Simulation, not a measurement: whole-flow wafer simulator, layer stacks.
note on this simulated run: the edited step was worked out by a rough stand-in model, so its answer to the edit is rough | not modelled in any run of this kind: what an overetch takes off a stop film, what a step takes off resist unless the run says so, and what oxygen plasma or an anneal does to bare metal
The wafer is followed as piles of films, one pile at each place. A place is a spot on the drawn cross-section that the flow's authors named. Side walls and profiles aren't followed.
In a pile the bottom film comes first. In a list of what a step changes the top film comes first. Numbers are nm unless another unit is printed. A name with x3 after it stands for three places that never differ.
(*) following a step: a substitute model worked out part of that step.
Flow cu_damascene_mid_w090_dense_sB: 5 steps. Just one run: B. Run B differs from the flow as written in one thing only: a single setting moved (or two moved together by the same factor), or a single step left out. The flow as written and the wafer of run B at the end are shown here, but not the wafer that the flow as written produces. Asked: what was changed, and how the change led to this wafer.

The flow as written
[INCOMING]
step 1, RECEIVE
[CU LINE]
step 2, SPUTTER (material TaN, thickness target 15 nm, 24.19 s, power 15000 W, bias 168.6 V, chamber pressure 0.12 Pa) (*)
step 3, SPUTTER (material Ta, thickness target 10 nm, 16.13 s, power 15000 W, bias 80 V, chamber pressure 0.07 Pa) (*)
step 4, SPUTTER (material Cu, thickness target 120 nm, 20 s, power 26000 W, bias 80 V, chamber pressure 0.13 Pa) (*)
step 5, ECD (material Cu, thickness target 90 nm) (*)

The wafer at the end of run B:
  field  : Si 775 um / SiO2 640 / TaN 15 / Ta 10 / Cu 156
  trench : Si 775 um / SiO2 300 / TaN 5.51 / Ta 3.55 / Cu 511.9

The reason: step 4, SPUTTER: thickness target 66 nm was run, while the flow as written has thickness target 120 nm; step 4, SPUTTER: 11 s was run, where the flow has 20 s.

How this came from the change, step by step:
  step 4, SPUTTER (material Cu, thickness target 120 nm, 20 s, power 26000 W, bias 80 V, chamber pressure 0.13 Pa) (*)
      field: Cu gains 66 (new film) (as written it would have been: Cu gains 120 (new film))
      trench: Cu gains 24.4 (new film) (as written it would have been: Cu gains 44.3 (new film))
  step 5, ECD (material Cu, thickness target 90 nm) (*)
      trench: Cu gains 487.6 (as written it would have been: Cu gains 521.6)
